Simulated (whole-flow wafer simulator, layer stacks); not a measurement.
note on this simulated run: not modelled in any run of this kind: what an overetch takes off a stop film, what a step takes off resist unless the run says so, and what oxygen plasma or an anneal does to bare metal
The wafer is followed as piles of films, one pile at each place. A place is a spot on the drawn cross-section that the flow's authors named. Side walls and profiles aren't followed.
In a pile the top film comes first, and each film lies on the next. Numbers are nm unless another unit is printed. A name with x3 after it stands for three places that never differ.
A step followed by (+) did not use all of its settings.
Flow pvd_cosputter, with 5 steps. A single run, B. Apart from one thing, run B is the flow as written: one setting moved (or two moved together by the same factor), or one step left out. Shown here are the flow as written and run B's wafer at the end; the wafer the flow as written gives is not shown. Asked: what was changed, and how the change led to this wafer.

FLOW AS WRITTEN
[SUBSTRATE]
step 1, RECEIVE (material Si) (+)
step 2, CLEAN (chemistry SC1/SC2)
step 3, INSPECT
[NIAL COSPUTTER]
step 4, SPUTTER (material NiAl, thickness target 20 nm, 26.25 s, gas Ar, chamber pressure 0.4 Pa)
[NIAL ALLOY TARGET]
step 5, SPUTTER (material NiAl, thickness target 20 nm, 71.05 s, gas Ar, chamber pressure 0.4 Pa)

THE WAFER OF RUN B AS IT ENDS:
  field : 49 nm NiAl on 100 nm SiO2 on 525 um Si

The reason: step 5, SPUTTER: thickness target 29 nm was run, while the flow as written has thickness target 20 nm.

The path from the change to this, step by step:
  step 5, SPUTTER (material NiAl, thickness target 20 nm, 71.05 s, gas Ar, chamber pressure 0.4 Pa)
      field: +29 NiAl (as written it would have been: +20 NiAl)
